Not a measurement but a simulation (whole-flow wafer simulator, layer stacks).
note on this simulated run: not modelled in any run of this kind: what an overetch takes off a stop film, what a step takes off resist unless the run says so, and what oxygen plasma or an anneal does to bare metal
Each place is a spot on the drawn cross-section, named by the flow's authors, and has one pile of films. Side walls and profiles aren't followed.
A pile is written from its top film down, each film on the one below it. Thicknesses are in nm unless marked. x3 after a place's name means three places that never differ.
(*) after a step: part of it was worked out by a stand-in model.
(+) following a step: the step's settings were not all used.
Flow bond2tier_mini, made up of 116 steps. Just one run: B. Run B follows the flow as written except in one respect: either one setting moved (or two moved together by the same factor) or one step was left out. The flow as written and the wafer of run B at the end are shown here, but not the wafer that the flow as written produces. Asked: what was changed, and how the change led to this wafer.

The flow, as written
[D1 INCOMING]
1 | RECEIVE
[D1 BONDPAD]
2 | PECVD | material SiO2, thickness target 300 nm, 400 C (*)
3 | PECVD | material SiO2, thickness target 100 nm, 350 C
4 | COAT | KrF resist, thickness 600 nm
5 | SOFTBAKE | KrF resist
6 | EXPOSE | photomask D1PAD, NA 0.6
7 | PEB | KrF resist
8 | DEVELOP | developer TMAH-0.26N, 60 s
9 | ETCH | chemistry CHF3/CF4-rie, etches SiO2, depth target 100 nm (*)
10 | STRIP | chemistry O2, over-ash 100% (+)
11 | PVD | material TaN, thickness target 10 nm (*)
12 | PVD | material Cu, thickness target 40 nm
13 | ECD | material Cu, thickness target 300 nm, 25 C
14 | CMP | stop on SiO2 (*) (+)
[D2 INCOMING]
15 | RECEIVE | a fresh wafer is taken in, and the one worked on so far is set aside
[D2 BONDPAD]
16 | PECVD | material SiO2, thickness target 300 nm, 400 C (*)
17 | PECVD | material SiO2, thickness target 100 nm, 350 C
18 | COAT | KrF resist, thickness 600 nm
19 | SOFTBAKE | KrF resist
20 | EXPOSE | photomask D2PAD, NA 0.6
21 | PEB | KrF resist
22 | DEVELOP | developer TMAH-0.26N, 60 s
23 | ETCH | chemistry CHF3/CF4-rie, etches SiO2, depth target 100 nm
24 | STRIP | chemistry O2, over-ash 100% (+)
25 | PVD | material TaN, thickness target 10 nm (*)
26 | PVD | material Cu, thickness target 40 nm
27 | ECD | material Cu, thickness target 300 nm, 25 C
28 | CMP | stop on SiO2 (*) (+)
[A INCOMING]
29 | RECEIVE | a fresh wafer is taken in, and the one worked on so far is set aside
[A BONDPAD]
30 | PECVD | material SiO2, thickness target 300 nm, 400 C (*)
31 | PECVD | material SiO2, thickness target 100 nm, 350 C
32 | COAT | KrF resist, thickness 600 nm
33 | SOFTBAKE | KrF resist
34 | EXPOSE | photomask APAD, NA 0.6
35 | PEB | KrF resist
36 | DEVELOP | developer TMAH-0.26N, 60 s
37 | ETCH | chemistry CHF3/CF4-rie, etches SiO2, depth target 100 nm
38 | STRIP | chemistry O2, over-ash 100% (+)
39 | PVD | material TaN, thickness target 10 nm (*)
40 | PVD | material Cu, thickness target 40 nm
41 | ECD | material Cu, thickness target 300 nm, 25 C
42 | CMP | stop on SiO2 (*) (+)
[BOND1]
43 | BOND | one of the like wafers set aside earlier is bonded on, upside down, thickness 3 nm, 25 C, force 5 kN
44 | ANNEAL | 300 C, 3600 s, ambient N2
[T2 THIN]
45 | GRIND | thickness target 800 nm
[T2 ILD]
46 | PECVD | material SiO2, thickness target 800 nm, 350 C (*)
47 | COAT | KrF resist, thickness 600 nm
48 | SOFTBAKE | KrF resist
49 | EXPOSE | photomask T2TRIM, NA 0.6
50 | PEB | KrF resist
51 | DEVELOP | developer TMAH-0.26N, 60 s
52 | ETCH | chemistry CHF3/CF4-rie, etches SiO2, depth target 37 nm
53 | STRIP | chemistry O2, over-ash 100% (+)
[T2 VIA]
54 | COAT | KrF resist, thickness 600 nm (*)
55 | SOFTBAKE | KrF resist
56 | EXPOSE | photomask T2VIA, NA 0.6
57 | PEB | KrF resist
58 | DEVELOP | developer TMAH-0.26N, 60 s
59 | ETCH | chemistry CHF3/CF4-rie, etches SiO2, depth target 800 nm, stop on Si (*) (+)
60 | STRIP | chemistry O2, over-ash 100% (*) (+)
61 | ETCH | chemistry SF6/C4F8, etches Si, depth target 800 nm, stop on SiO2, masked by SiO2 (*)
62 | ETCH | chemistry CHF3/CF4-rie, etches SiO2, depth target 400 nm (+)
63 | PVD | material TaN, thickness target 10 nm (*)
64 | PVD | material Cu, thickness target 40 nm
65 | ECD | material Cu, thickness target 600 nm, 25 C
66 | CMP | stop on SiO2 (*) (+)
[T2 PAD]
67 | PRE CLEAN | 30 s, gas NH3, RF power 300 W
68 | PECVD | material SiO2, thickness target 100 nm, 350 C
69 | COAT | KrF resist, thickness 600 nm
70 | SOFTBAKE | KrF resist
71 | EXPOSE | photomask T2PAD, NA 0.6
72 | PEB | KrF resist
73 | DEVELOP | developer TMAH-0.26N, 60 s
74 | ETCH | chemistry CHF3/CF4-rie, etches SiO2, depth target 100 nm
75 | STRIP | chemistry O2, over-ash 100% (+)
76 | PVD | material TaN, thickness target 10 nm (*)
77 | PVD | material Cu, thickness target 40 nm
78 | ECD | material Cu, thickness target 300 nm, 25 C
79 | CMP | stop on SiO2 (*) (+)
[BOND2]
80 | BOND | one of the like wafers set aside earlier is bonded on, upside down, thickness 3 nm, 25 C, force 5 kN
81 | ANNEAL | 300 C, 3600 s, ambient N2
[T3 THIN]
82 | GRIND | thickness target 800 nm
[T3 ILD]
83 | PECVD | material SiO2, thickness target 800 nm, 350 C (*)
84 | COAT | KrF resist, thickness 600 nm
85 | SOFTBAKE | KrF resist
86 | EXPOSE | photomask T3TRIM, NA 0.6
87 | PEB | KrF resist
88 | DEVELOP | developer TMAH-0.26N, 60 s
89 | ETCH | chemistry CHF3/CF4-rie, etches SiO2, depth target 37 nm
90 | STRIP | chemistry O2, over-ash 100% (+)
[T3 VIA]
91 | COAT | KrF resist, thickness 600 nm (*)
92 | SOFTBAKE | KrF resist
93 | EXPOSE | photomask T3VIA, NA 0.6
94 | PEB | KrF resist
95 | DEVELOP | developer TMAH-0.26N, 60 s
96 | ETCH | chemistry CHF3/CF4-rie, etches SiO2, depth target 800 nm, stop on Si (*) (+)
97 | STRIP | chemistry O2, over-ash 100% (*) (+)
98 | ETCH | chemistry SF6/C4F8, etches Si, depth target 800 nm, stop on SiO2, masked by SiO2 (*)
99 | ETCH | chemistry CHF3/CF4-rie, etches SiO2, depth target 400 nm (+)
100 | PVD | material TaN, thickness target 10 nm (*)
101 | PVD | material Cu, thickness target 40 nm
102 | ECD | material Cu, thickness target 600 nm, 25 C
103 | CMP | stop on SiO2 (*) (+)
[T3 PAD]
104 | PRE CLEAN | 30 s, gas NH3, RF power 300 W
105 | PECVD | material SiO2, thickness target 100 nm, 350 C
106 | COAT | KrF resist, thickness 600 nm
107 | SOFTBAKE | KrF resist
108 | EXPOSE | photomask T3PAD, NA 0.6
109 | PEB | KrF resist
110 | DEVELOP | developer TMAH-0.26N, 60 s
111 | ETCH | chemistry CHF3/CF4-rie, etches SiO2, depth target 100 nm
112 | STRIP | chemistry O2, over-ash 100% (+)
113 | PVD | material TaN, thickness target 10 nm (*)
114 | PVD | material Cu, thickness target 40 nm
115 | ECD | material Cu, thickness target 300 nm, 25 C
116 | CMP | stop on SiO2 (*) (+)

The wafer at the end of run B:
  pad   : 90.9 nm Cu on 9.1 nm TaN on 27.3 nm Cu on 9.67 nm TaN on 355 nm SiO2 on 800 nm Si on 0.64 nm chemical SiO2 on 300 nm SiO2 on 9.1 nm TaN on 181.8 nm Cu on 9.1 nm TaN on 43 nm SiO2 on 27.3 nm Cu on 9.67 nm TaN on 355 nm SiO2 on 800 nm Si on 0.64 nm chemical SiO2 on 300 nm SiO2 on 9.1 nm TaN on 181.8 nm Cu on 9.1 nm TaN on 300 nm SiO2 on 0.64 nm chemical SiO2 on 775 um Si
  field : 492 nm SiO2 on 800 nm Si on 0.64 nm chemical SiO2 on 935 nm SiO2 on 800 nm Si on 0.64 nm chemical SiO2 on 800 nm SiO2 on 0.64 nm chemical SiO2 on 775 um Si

The reason: step 68, PECVD: thickness target 143 nm was run, whereas the flow has thickness target 100 nm.

The path from the change to this, step by step:
  68 | PECVD | material SiO2, thickness target 100 nm, 350 C
      field: +143 SiO2 (in the flow as written it would be: +100 SiO2)
      pad: +143 SiO2 (new film) (in the flow as written it would be: +100 SiO2 (new film))
  74 | ETCH | chemistry CHF3/CF4-rie, etches SiO2, depth target 100 nm
      pad: -100 SiO2 (in the flow as written it would be: -100 SiO2 (all of it))
With metal films that touch counted as one body, pad has 4 bodies (between them, from the top down: SiO2 355 / Si 800 / chemical SiO2 0.64 / SiO2 300; SiO2 43; SiO2 355 / Si 800 / chemical SiO2 0.64 / SiO2 300); the flow as written gives 3 bodies (between them, from the top down: SiO2 355 / Si 800 / chemical SiO2 0.64 / SiO2 300; SiO2 355 / Si 800 / chemical SiO2 0.64 / SiO2 300).
